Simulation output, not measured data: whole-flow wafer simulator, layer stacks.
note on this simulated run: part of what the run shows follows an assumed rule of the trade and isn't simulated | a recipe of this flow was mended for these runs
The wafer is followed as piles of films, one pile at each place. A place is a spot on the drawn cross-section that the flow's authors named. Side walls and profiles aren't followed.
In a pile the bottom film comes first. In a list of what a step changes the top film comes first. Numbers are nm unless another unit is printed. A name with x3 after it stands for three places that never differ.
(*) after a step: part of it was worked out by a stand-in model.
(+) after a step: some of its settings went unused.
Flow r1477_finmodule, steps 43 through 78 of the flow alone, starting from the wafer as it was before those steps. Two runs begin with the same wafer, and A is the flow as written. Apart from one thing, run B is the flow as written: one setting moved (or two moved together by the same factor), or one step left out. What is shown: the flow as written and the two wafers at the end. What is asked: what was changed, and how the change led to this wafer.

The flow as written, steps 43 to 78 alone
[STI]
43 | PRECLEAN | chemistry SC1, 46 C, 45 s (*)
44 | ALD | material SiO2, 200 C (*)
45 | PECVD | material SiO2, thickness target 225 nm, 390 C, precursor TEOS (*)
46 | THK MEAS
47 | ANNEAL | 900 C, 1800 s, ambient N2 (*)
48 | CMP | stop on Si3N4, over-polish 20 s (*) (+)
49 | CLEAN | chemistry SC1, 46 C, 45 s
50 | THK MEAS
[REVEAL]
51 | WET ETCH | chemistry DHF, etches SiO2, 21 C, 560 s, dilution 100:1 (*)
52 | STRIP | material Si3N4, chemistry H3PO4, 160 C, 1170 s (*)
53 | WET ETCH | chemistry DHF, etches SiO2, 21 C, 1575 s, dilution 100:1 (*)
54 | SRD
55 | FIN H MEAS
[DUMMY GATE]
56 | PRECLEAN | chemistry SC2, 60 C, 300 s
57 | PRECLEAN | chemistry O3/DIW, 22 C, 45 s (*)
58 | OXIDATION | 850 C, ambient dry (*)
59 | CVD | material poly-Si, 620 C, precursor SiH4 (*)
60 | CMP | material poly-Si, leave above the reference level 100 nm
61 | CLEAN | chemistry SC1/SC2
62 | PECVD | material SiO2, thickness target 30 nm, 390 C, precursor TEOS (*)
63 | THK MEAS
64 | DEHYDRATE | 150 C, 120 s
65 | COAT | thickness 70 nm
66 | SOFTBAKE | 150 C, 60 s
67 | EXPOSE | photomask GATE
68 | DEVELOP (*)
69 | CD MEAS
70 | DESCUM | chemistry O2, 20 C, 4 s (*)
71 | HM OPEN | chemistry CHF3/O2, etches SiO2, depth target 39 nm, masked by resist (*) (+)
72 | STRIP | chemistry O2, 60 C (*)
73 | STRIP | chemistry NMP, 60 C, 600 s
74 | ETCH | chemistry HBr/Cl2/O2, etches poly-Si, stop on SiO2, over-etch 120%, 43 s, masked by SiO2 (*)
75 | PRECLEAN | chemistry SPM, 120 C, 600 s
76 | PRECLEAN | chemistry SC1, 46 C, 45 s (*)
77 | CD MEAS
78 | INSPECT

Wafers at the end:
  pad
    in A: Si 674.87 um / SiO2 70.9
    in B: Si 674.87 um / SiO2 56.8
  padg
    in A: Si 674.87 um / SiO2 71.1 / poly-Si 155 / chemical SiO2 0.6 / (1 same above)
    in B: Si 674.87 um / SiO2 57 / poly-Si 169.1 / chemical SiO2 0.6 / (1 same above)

Cause: step 45, PECVD: thickness target 127 nm was run, whereas the flow has thickness target 225 nm.

Step by step, how the change led to this:
  45 | PECVD | material SiO2, thickness target 225 nm, 390 C, precursor TEOS (*)
      pad, padg, elg x4 and 30 more: A SiO2 gains 225 | B SiO2 gains 127
  47 | ANNEAL | 900 C, 1800 s, ambient N2 (*)
      esg x3, e200sg, s40cg x3, s40sg x3, eso x3, e200so, s40co x3, s40so x3: A SiO2 loses 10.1 | B SiO2 loses 5.71
      pad, padg, elg x4, s40sg_line x3, elo x4, s40so_line x3: A SiO2 loses 10.1 | B SiO2 loses 5.72
  48 | CMP | stop on Si3N4, over-polish 20 s (*) (+)
      pad, padg: A SiO2 loses 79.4 | B nothing
      elg x4, esg x3, e200sg, elo x4, eso x3, e200so: A SiO2 loses 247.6 | B SiO2 loses 154
      (also at 18 further places)
  60 | CMP | material poly-Si, leave above the reference level 100 nm
      pad, padg: A poly-Si loses 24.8 | B poly-Si loses 10.6
  74 | ETCH | chemistry HBr/Cl2/O2, etches poly-Si, stop on SiO2, over-etch 120%, 43 s, masked by SiO2 (*)
      pad: A chemical SiO2 loses 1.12 (all of it), poly-Si loses 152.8 (all of it), SiO2 loses 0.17 | B chemical SiO2 loses 1.12 (all of it), poly-Si loses 166.9 (all of it), SiO2 loses 0.1
